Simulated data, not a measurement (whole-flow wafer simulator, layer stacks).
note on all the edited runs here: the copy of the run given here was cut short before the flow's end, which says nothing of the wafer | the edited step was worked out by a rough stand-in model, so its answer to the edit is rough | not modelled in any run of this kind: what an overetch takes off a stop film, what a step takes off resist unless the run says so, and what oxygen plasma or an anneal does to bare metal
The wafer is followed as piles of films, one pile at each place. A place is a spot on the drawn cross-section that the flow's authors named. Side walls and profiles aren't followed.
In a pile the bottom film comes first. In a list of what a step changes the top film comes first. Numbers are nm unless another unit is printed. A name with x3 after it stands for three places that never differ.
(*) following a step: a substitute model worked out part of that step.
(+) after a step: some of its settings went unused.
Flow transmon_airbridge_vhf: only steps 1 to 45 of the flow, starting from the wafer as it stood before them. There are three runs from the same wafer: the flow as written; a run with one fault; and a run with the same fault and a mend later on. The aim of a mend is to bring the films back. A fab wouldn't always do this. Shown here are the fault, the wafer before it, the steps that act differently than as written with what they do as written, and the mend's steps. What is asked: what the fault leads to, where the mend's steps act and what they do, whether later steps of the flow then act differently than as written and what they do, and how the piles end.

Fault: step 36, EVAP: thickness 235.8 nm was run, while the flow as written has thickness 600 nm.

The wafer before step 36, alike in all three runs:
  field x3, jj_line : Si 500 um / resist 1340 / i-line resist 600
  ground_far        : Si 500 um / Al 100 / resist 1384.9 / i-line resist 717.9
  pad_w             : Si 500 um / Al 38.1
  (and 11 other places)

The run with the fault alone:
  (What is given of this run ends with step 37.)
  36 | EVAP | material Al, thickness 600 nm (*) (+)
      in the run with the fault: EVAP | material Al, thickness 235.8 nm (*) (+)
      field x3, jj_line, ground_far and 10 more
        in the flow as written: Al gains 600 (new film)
        in the run with the fault: Al gains 235.8 (new film)
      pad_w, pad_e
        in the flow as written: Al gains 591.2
        in the run with the fault: Al gains 232.4
  Steps later in the flow that act otherwise than as written:
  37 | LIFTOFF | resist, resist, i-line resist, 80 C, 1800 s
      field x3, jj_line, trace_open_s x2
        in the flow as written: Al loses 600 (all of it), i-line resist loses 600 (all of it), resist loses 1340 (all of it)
        in the run with the fault: Al loses 235.8 (all of it), i-line resist loses 600 (all of it), resist loses 1340 (all of it)
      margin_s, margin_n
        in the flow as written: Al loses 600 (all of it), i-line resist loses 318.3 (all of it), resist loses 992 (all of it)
        in the run with the fault: Al loses 235.8 (all of it), i-line resist loses 318.3 (all of it), resist loses 992 (all of it)
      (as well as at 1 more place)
  Once step 37 is done, the piles at pad_w, flank_w, gap_w, cpw_trace, gap_e, flank_e, pad_e, bridge_strip depart from the flow's by more than 2% or 0.5 nm, whichever is larger.
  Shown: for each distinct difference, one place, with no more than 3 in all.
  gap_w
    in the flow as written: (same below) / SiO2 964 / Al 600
    in the run with the fault: (same below) / SiO2 964 / Al 235.8
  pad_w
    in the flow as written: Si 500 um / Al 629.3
    in the run with the fault: Si 500 um / Al 270.4
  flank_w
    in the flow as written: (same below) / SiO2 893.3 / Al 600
    in the run with the fault: (same below) / SiO2 893.3 / Al 235.8

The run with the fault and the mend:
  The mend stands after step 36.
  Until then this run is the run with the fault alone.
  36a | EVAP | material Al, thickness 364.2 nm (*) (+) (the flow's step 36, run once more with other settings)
      field x3, jj_line, ground_far and 10 more
        Al gains 364.2
      pad_w, pad_e
        Al gains 358.8
  Later steps of the flow that are run all act as written at every place that is followed, up to a difference of at most 2% or 0.5 nm, whichever is larger.
  When the end is reached, the piles differ only a little from the flow's at the places that both follow, at most by 2% or 0.5 nm, whichever is larger.
